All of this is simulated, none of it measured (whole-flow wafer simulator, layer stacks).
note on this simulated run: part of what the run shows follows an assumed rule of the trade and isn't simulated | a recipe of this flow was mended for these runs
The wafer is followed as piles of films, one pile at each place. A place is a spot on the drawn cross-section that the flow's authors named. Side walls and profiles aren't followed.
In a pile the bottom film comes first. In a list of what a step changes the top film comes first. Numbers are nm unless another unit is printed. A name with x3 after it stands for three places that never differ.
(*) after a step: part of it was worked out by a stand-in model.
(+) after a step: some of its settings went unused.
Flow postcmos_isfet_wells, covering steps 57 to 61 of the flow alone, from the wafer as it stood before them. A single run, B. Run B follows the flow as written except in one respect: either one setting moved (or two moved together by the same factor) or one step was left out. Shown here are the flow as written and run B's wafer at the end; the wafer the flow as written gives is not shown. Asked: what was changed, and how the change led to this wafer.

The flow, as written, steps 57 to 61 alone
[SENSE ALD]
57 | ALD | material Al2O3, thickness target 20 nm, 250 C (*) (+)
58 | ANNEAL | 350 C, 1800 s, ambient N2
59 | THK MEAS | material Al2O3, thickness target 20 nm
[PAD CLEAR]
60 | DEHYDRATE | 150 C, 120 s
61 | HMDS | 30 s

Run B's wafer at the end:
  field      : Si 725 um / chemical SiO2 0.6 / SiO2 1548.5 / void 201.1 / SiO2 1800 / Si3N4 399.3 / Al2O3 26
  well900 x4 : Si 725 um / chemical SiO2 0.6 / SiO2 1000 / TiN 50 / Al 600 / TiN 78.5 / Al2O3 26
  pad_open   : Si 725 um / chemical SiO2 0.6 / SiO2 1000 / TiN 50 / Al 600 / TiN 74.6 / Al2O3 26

The reason: step 57, ALD: thickness target 26 nm was run, while the flow as written has thickness target 20 nm.
The wafer lets one read it off: field has Al2O3 26, and step 57 as written asks for 20 nm.

The path from the change to this, step by step:
  57 | ALD | material Al2O3, thickness target 20 nm, 250 C (*) (+)
      field, margin x3, well900 x4, pad_open: +26 Al2O3 (new film) (it would be, as written: +20 Al2O3 (new film))
